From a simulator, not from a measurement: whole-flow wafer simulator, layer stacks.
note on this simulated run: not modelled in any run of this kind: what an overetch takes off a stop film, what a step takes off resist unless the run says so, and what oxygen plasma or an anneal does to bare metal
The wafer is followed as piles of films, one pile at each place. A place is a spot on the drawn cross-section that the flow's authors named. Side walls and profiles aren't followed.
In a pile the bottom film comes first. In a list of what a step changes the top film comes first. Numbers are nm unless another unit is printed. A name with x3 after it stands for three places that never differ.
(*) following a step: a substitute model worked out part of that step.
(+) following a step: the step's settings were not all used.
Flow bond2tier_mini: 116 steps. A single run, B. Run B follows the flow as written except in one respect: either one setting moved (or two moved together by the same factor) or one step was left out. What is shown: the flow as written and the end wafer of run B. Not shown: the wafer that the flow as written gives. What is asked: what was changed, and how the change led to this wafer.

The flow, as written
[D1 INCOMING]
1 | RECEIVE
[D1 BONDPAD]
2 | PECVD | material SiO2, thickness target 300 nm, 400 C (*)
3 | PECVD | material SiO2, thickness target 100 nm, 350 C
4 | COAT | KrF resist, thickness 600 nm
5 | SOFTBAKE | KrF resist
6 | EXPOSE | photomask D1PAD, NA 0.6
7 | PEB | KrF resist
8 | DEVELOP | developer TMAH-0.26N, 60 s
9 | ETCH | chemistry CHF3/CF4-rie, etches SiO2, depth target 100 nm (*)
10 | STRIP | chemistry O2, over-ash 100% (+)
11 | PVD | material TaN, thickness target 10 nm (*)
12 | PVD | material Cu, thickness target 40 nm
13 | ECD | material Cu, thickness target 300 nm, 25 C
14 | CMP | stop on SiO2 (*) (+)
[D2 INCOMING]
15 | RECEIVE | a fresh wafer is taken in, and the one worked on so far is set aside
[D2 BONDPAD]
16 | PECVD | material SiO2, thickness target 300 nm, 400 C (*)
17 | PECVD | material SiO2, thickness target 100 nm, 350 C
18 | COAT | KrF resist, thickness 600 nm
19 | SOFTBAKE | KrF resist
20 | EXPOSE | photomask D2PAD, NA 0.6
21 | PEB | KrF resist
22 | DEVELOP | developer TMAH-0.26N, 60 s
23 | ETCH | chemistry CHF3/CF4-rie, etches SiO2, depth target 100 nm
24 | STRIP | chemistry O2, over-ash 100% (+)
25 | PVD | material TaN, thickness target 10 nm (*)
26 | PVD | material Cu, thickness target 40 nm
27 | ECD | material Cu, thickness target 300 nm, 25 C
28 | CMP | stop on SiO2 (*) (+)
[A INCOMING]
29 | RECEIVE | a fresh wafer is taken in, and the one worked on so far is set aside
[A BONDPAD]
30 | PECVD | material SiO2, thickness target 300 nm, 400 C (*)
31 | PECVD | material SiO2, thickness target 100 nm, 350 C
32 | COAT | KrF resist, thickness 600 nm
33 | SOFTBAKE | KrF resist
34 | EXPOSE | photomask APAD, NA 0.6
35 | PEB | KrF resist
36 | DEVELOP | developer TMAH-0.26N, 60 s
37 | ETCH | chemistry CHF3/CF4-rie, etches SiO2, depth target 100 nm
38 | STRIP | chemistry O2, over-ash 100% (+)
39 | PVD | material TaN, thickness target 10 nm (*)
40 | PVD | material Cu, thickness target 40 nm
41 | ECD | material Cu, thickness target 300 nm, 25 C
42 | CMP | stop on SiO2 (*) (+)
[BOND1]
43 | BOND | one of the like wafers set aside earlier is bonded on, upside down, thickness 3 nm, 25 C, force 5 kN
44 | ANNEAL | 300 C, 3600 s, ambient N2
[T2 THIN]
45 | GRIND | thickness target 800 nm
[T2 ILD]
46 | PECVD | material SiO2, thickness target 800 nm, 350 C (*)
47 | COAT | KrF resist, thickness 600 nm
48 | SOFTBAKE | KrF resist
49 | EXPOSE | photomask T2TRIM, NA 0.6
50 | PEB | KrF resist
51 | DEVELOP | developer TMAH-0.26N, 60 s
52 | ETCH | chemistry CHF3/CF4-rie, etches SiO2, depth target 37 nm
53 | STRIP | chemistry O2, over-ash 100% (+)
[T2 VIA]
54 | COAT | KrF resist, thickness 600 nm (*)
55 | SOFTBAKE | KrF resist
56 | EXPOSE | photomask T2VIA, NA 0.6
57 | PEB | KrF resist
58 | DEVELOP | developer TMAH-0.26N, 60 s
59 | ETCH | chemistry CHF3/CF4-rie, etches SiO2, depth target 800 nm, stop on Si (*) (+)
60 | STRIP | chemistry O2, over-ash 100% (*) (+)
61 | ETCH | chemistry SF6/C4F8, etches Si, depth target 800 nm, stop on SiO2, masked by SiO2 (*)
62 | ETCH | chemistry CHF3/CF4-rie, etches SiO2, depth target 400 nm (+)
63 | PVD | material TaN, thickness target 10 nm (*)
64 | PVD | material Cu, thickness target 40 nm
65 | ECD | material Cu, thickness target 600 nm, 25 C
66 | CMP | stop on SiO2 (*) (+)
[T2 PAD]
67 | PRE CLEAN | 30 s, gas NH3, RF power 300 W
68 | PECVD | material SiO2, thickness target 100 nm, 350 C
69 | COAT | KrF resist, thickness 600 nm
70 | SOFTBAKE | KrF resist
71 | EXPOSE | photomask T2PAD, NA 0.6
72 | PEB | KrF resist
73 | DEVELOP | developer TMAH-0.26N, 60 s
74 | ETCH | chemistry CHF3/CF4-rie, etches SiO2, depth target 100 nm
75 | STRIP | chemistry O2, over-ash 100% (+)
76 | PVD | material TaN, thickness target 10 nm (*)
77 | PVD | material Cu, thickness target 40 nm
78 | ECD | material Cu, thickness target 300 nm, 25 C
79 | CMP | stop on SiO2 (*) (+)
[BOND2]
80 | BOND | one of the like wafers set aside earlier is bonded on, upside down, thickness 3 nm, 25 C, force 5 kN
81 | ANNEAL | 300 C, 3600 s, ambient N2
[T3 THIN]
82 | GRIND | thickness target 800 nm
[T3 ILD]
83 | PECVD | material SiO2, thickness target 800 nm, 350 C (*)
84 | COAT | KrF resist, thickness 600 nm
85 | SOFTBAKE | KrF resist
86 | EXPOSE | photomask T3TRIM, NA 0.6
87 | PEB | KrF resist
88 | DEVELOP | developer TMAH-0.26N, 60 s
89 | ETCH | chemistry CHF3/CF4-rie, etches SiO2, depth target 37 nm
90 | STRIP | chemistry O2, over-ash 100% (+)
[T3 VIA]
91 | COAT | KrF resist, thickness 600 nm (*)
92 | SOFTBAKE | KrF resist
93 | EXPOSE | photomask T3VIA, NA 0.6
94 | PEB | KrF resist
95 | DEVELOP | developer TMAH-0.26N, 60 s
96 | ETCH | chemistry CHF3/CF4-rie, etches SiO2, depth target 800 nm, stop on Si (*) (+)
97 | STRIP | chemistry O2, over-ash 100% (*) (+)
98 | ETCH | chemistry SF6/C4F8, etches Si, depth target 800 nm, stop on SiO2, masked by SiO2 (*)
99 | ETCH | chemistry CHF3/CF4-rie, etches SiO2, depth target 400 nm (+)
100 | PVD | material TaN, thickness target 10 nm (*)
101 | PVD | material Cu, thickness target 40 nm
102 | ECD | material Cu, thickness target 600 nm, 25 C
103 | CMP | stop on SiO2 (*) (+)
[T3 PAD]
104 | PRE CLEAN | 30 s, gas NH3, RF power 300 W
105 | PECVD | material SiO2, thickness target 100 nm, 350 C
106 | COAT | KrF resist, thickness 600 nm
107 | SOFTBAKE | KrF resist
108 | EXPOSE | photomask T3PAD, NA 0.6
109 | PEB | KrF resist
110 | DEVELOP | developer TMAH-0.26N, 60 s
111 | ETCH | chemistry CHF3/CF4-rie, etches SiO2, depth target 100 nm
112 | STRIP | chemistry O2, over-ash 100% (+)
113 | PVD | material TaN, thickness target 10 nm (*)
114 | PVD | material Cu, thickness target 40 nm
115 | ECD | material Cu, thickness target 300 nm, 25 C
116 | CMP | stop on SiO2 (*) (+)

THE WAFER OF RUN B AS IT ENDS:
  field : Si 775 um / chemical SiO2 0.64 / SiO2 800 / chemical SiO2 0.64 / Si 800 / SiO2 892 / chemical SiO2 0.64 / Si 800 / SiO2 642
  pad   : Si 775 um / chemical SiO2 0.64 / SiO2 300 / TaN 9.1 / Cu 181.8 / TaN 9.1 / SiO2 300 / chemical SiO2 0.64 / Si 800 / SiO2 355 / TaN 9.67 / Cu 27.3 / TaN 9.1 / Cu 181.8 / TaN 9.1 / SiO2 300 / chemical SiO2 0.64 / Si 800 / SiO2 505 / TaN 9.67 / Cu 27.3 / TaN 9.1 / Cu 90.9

Cause: step 99, ETCH: depth target 250 nm was run, though the flow has depth target 400 nm.

How this came from the change, step by step:
  99 | ETCH | chemistry CHF3/CF4-rie, etches SiO2, depth target 400 nm (+)
      field, pad: -250 SiO2 (as written it would have been: -400 SiO2)
